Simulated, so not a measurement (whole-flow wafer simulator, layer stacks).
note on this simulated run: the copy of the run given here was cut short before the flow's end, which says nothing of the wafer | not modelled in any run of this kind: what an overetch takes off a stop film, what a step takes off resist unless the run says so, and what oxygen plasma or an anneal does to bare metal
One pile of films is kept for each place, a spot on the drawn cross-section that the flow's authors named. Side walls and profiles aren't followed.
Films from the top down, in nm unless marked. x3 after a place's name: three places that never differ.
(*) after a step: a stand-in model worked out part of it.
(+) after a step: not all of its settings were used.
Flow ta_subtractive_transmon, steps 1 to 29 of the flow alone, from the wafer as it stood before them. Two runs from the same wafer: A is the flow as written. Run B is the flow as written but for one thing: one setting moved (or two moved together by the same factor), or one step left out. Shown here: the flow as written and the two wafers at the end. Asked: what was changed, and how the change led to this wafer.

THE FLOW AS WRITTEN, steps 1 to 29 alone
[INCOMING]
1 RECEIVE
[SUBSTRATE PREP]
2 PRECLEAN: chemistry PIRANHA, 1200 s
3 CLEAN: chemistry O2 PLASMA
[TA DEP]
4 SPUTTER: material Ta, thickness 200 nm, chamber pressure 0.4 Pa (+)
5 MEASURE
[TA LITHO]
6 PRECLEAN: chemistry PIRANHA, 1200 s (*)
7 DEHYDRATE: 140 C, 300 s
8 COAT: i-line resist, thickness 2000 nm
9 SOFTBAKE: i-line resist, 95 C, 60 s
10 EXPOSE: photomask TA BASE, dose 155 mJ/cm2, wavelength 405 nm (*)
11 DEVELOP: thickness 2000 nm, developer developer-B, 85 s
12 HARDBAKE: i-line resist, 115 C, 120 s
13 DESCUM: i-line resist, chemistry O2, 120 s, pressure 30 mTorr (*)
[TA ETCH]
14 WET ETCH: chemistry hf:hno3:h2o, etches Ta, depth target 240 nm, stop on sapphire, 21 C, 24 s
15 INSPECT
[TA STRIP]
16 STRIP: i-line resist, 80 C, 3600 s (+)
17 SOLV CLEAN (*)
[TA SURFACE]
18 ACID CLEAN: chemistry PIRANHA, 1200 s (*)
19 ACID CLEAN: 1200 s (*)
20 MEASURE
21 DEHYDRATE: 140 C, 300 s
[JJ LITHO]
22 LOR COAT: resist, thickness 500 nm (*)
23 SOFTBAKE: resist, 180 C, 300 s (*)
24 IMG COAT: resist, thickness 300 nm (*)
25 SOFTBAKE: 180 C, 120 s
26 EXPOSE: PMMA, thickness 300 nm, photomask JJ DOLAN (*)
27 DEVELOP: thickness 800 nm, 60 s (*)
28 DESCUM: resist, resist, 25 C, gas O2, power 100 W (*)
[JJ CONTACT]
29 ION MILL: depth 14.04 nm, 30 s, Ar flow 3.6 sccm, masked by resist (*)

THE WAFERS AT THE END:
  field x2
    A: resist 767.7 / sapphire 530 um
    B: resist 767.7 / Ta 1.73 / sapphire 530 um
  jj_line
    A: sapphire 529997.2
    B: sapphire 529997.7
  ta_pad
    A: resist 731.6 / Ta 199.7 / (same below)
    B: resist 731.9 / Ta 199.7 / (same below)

The cause: step 14, WET ETCH: depth target 198 nm was run, where the flow has depth target 240 nm; step 14, WET ETCH: 19.8 s was run, where the flow has 24 s.

How the change led to this, step by step:
  14 WET ETCH: chemistry hf:hno3:h2o, etches Ta, depth target 240 nm, stop on sapphire, 21 C, 24 s
      field x2, jj_line, lead: A Ta -200 (all of it) | B Ta -198
  29 ION MILL: depth 14.04 nm, 30 s, Ar flow 3.6 sccm, masked by resist (*)
      jj_line, lead: A sapphire -2.8 | B Ta -1.73 (all of it), sapphire -2.29
Counting metal films that touch as one body, field x2 has 1 body; the flow as written gives 0 bodies.
